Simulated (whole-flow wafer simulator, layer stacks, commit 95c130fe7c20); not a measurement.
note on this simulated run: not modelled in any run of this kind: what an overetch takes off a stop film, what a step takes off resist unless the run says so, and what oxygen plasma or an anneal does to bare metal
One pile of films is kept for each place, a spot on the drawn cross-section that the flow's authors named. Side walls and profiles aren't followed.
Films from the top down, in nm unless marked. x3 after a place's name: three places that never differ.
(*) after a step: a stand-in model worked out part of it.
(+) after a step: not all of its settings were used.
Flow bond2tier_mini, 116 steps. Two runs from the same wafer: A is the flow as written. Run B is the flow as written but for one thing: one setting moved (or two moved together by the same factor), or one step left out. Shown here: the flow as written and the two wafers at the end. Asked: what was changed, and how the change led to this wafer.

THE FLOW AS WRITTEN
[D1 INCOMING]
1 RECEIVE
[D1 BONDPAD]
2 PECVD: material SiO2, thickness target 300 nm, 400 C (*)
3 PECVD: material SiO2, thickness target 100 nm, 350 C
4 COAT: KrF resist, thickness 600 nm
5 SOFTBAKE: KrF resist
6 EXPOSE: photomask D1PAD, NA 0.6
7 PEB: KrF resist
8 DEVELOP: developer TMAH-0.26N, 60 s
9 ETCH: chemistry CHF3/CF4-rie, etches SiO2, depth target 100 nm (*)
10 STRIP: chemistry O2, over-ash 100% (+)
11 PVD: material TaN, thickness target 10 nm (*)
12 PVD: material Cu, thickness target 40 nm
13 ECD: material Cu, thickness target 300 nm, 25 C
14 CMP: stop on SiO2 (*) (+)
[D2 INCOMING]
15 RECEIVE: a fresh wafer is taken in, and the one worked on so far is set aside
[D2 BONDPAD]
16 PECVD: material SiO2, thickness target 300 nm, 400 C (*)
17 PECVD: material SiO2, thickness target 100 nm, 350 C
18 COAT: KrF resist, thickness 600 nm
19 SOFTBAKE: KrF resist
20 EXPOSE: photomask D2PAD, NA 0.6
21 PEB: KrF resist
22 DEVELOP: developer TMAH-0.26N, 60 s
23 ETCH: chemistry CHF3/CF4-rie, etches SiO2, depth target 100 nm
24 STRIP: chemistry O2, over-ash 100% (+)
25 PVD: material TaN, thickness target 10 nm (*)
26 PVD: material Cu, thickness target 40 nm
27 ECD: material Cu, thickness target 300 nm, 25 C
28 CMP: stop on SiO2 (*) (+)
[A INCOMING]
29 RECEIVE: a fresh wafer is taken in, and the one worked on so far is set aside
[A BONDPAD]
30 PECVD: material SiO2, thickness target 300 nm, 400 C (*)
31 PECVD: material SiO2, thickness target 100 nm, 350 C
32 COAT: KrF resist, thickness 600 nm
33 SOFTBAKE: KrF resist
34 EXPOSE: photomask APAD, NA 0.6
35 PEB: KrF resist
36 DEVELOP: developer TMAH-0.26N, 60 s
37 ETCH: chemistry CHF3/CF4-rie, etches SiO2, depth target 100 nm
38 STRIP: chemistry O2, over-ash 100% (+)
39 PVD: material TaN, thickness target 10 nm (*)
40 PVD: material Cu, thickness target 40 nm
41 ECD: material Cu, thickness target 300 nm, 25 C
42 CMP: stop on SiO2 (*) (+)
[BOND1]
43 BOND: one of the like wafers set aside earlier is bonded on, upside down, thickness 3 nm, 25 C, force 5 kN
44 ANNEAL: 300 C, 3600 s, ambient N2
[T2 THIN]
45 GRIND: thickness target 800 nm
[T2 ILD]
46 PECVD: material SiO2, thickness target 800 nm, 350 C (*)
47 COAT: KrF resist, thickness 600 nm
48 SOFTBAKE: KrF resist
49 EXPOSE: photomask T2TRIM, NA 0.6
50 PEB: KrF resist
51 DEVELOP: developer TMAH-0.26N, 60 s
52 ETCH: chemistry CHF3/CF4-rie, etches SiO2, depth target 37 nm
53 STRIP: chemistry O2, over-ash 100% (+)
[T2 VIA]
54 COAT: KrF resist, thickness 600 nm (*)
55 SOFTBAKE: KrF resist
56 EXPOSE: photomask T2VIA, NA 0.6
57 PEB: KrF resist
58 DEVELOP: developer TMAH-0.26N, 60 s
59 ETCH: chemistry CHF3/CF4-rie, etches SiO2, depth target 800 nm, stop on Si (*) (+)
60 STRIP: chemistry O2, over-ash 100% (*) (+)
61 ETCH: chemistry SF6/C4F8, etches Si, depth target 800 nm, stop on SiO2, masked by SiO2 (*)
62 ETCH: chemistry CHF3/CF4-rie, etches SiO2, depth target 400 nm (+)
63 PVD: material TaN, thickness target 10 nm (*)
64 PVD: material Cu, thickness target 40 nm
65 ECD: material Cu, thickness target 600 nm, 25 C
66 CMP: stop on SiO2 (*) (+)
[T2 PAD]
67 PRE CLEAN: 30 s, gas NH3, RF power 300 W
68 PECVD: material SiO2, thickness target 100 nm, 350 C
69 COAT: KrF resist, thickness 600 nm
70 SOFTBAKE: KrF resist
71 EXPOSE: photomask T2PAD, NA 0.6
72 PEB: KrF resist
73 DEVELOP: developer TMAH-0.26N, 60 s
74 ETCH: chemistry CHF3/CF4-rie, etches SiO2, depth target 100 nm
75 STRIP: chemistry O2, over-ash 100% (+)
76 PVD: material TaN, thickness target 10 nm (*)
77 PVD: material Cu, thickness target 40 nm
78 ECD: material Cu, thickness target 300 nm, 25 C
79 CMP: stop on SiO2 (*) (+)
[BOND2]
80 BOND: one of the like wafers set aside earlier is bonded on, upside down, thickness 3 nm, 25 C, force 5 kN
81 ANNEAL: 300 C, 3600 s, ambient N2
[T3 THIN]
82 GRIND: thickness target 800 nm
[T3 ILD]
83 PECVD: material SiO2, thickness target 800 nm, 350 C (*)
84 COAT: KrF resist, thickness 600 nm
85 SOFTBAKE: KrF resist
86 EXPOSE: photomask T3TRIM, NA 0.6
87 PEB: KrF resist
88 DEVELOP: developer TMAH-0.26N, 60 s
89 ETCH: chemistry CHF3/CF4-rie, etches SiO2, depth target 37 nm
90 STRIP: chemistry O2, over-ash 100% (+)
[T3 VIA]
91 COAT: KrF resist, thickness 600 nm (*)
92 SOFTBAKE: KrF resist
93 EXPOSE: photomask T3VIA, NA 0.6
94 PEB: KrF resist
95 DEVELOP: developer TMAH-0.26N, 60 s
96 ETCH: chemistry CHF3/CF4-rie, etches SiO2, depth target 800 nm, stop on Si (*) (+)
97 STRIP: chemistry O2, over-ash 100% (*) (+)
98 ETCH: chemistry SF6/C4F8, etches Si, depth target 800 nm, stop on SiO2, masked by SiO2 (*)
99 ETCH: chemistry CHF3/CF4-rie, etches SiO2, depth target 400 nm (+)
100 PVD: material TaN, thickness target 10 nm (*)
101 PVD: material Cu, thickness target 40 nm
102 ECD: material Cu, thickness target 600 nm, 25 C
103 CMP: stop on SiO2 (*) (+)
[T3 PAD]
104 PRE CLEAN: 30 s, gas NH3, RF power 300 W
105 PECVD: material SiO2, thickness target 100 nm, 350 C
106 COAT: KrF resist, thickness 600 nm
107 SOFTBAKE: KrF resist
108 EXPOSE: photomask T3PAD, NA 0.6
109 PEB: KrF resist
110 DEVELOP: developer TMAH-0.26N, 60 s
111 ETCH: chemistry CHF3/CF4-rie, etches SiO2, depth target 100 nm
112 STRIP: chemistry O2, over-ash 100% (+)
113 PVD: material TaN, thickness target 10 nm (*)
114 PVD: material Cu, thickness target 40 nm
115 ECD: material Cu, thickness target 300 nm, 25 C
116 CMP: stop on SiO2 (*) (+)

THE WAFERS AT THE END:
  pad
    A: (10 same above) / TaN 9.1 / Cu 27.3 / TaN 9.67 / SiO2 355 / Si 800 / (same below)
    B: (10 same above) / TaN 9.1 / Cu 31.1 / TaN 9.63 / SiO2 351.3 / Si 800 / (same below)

The cause: step 52, ETCH: depth target 40.7 nm was run, where the flow has depth target 37 nm.

How the change led to this, step by step:
  52 ETCH: chemistry CHF3/CF4-rie, etches SiO2, depth target 37 nm
      pad, via: A SiO2 -37 | B SiO2 -40.7
      field: A KrF resist -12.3 | B KrF resist -13.6
